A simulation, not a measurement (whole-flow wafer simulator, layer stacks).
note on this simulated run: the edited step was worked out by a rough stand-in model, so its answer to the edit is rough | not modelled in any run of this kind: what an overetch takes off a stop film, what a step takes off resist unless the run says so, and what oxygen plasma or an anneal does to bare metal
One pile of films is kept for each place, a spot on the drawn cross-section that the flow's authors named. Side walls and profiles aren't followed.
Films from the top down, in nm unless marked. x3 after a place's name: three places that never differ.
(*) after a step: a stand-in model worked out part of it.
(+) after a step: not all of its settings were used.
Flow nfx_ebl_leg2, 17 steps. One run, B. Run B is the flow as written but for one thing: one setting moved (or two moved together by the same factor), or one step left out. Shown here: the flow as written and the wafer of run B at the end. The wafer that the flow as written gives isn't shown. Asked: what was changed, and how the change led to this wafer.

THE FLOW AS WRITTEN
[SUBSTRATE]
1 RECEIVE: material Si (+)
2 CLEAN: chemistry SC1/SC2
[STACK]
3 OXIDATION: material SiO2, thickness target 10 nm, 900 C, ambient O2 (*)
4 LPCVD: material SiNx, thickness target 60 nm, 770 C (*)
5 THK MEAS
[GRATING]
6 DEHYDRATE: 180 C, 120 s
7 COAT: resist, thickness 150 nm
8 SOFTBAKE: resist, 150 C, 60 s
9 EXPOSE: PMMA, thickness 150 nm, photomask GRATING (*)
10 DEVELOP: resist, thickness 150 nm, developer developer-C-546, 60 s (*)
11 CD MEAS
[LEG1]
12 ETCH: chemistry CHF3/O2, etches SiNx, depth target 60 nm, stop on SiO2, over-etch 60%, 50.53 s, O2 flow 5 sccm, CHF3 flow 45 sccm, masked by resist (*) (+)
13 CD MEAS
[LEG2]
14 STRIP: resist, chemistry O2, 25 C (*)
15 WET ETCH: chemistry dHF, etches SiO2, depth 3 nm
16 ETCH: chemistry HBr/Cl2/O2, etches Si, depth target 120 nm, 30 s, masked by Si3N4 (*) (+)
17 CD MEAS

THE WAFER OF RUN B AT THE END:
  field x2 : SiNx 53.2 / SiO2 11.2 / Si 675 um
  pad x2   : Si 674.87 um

The cause: step 3, OXIDATION: 912 C was run, where the flow has 900 C.

How the change led to this, step by step:
  3 OXIDATION: material SiO2, thickness target 10 nm, 900 C, ambient O2 (*)
      field x2, pad x2: SiO2 +11.2 (new film), chemical SiO2 -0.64 (all of it), Si -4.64 (as written it would be: SiO2 +10 (new film), chemical SiO2 -0.64 (all of it), Si -4.12)
  12 ETCH: chemistry CHF3/O2, etches SiNx, depth target 60 nm, stop on SiO2, over-etch 60%, 50.53 s, O2 flow 5 sccm, CHF3 flow 45 sccm, masked by resist (*) (+)
      pad x2: SiNx -60 (all of it), SiO2 -11.2 (all of it) (as written it would be: SiNx -60 (all of it), SiO2 -10 (all of it))
